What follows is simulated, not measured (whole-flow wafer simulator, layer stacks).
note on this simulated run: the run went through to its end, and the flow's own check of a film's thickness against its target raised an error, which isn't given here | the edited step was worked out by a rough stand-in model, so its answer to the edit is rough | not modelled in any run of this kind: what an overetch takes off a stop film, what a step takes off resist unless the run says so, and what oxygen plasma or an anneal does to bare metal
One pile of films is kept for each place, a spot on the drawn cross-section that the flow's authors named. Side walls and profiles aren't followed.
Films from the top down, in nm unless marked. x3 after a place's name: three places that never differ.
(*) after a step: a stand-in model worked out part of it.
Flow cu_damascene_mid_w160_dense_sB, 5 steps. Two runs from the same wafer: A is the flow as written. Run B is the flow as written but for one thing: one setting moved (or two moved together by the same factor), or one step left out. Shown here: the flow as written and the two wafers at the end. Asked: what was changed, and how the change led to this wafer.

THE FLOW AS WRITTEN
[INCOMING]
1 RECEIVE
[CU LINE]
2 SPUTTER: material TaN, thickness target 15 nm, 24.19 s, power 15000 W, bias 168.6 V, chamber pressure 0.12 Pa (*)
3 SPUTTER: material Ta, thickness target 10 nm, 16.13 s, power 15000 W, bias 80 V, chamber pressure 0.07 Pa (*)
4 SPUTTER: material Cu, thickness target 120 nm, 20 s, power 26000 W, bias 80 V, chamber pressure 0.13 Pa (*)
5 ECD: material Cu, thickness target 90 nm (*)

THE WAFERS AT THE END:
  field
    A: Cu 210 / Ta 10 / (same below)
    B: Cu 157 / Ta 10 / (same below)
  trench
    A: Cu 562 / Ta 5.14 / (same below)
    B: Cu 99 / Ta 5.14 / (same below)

The cause: step 5, ECD: thickness target 37 nm was run, where the flow has thickness target 90 nm.

How the change led to this, step by step:
  5 ECD: material Cu, thickness target 90 nm (*)
      field: A Cu +90 | B Cu +37
      trench: A Cu +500 | B Cu +37
